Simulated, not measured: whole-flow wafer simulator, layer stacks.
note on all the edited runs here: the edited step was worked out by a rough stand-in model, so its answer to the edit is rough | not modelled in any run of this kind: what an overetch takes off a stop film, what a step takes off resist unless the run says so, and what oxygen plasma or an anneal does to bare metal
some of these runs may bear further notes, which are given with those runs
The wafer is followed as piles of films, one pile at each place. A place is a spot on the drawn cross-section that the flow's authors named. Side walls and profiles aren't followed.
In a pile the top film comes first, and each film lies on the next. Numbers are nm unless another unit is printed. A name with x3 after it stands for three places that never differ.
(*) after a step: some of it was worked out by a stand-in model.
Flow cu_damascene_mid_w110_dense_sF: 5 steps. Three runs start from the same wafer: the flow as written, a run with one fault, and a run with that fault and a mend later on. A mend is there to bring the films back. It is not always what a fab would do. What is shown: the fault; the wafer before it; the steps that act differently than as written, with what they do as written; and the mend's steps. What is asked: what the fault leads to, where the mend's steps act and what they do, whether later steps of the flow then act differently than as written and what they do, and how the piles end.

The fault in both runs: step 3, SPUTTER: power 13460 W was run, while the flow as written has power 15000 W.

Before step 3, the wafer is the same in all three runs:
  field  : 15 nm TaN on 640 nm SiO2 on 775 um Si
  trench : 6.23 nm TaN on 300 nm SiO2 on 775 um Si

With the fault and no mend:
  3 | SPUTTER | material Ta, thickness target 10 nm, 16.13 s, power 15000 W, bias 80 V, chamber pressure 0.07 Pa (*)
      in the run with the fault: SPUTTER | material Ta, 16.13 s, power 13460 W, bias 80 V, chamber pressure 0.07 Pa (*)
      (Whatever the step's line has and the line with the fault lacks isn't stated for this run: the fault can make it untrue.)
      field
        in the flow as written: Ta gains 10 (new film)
        in the run with the fault: Ta gains 8.97 (new film)
  Every later step of the flow that is run acts as written, at every place that is followed, to within 2% or 0.5 nm, whichever is larger.
  The piles end different from the flow's at field by more than 2% or 0.5 nm, whichever is larger.
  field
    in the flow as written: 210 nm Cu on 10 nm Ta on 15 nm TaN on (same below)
    in the run with the fault: 210 nm Cu on 8.97 nm Ta on 15 nm TaN on (same below)

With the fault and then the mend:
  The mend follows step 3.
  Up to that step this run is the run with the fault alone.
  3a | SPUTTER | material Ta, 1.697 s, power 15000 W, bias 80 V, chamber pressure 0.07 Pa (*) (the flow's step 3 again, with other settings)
      field
        Ta gains 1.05
      trench
        Ta gains 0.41
  Every later step of the flow that is run acts as written, at every place that is followed, to within 2% or 0.5 nm, whichever is larger.
  The piles end only slightly different from the flow's at the places that both follow, by no more than 2% or 0.5 nm, whichever is larger.
